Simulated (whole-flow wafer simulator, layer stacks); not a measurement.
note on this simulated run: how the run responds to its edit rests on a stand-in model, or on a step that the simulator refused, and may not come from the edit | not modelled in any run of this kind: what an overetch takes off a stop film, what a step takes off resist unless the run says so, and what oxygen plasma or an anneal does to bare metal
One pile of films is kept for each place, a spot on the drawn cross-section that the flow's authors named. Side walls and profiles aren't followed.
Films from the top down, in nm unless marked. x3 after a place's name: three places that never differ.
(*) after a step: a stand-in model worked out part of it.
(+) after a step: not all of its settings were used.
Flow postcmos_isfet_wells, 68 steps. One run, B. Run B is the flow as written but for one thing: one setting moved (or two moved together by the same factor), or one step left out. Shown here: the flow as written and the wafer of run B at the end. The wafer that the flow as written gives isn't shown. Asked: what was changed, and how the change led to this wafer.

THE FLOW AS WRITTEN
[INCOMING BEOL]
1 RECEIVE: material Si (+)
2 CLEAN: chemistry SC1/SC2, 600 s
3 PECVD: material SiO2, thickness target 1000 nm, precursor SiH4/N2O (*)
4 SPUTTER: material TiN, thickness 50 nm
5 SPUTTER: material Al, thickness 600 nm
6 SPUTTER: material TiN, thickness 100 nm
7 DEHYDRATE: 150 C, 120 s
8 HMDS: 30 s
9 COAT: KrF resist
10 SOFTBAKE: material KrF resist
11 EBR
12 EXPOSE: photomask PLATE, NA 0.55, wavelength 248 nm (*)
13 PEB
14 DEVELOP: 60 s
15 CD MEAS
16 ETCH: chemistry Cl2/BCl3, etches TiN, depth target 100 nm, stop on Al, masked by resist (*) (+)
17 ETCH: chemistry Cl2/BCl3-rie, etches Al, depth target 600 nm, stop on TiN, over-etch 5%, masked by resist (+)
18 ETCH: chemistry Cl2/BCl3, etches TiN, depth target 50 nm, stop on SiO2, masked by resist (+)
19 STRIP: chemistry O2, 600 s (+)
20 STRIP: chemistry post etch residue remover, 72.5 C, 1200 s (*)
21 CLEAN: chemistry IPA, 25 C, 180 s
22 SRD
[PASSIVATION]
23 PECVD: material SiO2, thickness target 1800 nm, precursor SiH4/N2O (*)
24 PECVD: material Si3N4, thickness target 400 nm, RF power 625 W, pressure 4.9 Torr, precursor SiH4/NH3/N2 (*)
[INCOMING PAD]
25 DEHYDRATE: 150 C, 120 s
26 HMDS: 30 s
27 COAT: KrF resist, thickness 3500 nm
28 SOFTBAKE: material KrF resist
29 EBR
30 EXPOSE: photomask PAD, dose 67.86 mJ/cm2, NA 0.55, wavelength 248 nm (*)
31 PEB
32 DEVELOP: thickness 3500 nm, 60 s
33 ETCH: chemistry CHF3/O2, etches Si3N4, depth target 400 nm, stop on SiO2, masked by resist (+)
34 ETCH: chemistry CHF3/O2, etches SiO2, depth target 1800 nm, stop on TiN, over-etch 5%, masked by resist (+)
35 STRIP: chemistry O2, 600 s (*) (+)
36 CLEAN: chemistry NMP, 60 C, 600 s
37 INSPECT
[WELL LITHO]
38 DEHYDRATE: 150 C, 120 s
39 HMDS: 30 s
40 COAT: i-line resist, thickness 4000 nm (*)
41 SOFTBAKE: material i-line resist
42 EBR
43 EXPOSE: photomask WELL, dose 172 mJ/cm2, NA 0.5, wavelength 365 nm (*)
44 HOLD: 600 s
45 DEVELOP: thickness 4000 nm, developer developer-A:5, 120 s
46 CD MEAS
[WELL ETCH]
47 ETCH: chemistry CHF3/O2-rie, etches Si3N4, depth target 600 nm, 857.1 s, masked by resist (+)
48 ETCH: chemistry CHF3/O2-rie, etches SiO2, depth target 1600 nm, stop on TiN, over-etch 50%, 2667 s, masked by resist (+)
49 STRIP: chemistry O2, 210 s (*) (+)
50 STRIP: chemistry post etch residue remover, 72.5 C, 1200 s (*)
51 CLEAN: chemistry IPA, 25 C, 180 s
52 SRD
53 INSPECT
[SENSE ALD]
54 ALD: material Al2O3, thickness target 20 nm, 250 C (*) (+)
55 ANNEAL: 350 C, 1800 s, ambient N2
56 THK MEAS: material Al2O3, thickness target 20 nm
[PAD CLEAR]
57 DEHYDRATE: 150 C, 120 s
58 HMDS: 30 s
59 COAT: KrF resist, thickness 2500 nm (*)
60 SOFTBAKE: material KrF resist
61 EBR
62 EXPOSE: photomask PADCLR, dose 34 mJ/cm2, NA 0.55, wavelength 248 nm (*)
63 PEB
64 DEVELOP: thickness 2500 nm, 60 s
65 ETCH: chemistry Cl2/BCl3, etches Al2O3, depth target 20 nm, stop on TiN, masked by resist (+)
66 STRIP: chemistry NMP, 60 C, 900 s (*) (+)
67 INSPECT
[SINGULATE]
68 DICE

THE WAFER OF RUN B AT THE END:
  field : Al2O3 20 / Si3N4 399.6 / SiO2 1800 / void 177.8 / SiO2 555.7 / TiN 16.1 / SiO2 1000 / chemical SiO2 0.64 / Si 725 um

The cause: step 18, ETCH: depth target 33.5 nm was run, where the flow has depth target 50 nm.

How the change led to this, step by step:
  18 ETCH: chemistry Cl2/BCl3, etches TiN, depth target 50 nm, stop on SiO2, masked by resist (+)
      field: TiN -33.5 (as written it would be: TiN -50 (all of it))
      margin, well900, well1300 x3, pad_rim, pad_clr, pad_open: KrF resist -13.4 (as written it would be: KrF resist -20)
  23 PECVD: material SiO2, thickness target 1800 nm, precursor SiH4/N2O (*)
      field: SiO2 +1800 (new film), void +177.8 (new film), SiO2 +555.7 (new film) (as written it would be: SiO2 +1800 (new film), void +189.9 (new film), SiO2 +559.7)
Counting metal films that touch as one body, field has 1 body; the flow as written gives 0 bodies.
